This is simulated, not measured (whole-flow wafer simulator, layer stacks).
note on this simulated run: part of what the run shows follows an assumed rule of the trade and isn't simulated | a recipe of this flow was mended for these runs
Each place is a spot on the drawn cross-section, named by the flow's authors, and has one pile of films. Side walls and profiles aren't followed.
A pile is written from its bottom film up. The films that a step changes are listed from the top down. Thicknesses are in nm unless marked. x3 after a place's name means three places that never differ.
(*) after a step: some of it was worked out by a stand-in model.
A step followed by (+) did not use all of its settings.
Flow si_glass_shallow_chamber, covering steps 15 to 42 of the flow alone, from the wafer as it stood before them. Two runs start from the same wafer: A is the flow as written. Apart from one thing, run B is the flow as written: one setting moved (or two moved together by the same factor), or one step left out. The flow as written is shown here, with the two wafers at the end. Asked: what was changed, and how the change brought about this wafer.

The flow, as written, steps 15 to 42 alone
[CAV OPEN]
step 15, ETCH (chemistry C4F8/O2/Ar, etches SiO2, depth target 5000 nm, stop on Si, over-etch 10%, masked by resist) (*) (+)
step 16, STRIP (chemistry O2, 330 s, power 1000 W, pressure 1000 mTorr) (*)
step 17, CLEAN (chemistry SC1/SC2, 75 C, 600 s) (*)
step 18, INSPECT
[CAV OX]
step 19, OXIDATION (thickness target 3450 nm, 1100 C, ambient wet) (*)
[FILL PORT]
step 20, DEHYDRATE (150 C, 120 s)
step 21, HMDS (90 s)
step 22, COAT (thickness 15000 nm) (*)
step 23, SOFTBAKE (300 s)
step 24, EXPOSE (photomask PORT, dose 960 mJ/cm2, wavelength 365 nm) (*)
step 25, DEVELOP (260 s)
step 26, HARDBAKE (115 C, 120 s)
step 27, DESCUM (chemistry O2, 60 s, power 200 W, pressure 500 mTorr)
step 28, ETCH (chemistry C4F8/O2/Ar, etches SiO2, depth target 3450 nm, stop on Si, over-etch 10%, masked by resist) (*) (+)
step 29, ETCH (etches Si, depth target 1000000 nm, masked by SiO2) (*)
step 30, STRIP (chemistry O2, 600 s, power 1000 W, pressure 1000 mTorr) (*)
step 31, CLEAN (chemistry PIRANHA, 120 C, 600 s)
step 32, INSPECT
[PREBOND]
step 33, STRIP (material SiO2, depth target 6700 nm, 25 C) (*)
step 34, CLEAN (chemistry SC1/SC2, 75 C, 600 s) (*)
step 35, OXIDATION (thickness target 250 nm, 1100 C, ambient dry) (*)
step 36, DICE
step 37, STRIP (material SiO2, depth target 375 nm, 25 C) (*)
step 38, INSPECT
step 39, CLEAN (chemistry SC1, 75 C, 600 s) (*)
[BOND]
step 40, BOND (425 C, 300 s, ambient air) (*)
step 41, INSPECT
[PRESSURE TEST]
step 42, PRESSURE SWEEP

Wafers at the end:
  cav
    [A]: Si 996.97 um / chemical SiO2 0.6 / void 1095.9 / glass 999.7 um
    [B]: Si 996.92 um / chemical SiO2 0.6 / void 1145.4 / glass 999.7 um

What caused this: step 15, ETCH: depth target 5360 nm was run, while the flow as written has depth target 5000 nm.

The path from the change to this, step by step:
  step 15, ETCH (chemistry C4F8/O2/Ar, etches SiO2, depth target 5000 nm, stop on Si, over-etch 10%, masked by resist) (*) (+)
      cav, port: A SiO2 loses 5000 (all of it), Si loses 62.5 | B SiO2 loses 5000 (all of it), Si loses 112
  step 22, COAT (thickness 15000 nm) (*)
      rim: A thick-i-line-resist gains 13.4 um (new film) | B thick-i-line-resist gains 13.38 um (new film)
      ramp: A thick-i-line-resist gains 12.89 um (new film) | B thick-i-line-resist gains 12.87 um (new film)
      (and at 2 other places as well)
  step 25, DEVELOP (260 s)
      port: A thick-i-line-resist loses 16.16 um (all of it) | B thick-i-line-resist loses 16.17 um (all of it)
  step 29, ETCH (etches Si, depth target 1000000 nm, masked by SiO2) (*)
      rim, ramp: A thick-i-line-resist loses 11.47 um (all of it), SiO2 loses 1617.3 | B thick-i-line-resist loses 11.44 um (all of it), SiO2 loses 1635.3
      port: A hole gains 997.05 um (new film), Si loses 997.05 um (all of it) | B hole gains 997 um (new film), Si loses 997 um (all of it)
  step 30, STRIP (chemistry O2, 600 s, power 1000 W, pressure 1000 mTorr) (*)
      cav: A thick-i-line-resist loses 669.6 (all of it) | B thick-i-line-resist loses 684.6 (all of it)
  step 40, BOND (425 C, 300 s, ambient air) (*)
      cav: A glass gains 999.7 um (new film), void gains 1095.9 (new film) | B glass gains 999.7 um (new film), void gains 1145.4 (new film)
      port: A glass gains 999.7 um (new film), hole gains 1017.3 | B glass gains 999.7 um (new film), hole gains 1066.8
